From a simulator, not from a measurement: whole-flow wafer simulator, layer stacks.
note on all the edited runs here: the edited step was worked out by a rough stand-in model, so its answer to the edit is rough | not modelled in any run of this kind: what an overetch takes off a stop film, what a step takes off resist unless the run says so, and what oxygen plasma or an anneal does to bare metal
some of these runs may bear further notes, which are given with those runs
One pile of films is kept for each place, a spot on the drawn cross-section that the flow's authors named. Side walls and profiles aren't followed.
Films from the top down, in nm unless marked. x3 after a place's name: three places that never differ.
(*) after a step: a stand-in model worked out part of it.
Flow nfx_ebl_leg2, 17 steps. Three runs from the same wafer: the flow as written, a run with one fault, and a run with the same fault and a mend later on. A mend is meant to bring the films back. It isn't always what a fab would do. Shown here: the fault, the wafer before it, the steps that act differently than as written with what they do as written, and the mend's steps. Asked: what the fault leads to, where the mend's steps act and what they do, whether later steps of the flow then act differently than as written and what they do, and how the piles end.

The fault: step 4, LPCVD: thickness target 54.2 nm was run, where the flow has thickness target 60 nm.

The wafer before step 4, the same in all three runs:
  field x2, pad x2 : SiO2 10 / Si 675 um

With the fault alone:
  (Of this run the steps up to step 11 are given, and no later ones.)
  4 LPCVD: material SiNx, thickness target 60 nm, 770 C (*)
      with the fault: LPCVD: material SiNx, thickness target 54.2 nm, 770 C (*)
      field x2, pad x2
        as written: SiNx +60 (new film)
        with the fault: SiNx +54.2 (new film)
  No later step of the flow up to step 11 acts differently than as written at any place that is followed.
  After step 11 the piles differ from the flow's by more than 2% or 0.5 nm, whichever is larger, at field x2, pad x2.
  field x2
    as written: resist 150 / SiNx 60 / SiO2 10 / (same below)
    with the fault: resist 150 / SiNx 54.2 / SiO2 10 / (same below)
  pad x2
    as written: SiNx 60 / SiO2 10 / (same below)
    with the fault: SiNx 54.2 / SiO2 10 / (same below)

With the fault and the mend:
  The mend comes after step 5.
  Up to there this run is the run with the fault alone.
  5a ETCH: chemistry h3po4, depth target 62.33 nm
      field x2, pad x2
        SiNx -54.2 (all of it)
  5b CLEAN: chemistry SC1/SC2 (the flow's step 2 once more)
      changes no film at any place that is followed
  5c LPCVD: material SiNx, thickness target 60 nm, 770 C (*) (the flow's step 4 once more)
      field x2, pad x2
        SiNx +60 (new film)
  No later step of the flow acts differently than as written at any place that is followed.
  At the end the piles are the same as the flow's at every place that both follow.
